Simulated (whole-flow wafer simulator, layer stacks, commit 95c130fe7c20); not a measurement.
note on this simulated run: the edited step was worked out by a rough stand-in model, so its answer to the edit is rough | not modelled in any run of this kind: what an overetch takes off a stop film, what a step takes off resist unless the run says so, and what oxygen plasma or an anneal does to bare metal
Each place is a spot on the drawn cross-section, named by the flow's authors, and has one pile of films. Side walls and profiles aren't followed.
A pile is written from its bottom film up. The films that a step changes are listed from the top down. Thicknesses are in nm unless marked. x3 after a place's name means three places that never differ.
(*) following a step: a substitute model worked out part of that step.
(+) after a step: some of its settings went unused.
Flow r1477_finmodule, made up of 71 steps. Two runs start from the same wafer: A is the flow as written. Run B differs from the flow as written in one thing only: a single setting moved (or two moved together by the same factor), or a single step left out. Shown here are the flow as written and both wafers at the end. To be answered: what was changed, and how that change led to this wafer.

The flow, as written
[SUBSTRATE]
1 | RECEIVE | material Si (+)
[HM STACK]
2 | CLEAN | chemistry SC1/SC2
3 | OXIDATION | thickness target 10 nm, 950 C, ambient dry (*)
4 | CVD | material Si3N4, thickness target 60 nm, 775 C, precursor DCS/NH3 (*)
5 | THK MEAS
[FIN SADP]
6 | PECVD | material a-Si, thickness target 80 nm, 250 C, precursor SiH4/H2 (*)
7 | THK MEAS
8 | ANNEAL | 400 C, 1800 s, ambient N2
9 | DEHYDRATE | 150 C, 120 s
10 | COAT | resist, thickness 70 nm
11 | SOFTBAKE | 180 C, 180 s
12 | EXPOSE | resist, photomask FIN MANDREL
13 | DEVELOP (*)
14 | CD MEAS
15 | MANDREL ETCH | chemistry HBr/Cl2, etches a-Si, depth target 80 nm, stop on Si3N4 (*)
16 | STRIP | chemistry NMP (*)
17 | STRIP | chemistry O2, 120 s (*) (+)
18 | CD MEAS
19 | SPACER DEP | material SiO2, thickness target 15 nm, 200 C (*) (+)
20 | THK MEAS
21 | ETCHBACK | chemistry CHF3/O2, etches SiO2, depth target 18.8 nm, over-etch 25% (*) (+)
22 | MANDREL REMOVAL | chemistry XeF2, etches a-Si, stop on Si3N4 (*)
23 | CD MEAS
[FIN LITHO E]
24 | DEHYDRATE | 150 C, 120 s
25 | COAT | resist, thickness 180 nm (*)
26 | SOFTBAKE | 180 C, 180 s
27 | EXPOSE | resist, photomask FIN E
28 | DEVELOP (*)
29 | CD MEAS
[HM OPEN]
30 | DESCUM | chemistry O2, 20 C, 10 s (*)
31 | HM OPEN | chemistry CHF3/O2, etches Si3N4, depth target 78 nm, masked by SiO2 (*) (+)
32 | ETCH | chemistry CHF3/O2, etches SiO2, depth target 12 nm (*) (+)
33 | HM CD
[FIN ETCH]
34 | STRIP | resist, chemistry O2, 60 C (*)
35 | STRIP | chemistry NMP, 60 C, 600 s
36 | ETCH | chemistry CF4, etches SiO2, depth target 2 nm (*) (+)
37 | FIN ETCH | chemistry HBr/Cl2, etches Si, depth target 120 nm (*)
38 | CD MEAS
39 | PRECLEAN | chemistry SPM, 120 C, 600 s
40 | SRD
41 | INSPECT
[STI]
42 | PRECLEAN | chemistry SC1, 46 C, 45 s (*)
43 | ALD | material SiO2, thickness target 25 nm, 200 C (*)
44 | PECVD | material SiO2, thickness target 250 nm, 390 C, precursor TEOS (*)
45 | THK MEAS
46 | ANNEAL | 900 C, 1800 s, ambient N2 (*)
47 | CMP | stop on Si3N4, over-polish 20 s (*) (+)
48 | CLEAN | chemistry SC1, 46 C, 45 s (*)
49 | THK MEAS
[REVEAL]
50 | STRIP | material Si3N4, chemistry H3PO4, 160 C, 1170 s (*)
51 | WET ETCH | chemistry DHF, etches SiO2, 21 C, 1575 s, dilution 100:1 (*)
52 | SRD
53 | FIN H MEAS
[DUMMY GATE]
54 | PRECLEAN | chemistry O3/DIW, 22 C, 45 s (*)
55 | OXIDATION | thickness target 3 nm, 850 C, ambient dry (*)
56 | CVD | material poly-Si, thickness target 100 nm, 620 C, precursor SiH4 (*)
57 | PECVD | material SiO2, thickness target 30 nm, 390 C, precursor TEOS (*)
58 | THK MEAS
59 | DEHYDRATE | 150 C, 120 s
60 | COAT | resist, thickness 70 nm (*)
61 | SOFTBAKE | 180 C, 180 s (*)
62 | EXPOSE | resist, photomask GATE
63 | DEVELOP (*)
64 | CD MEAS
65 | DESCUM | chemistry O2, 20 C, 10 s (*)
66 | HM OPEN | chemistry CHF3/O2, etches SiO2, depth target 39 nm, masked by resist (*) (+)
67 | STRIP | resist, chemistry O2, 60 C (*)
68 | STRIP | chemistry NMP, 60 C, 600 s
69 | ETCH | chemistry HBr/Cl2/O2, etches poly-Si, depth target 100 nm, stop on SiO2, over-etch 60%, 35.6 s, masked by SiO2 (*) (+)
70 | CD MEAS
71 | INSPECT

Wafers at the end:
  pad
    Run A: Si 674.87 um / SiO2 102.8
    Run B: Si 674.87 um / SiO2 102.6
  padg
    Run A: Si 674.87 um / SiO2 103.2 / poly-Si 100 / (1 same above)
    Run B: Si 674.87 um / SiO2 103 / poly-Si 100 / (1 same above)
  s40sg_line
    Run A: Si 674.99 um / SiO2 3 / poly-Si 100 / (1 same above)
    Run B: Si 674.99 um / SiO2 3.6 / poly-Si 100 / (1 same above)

The reason: step 55, OXIDATION: thickness target 3.6 nm was run, though the flow has thickness target 3 nm.
One can read it off the wafer: s40sg_line has SiO2 3.6, and step 55 as written asks for 3 nm.

Step by step, how the change led to this:
  55 | OXIDATION | thickness target 3 nm, 850 C, ambient dry (*)
      s40sg_line, s45sg_line, s50sg_line, s40so_line, s45so_line, s50so_line: A +3 SiO2 (new film), -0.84 chemical SiO2 (all of it), -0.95 Si | B +3.6 SiO2 (new film), -0.84 chemical SiO2 (all of it), -1.21 Si
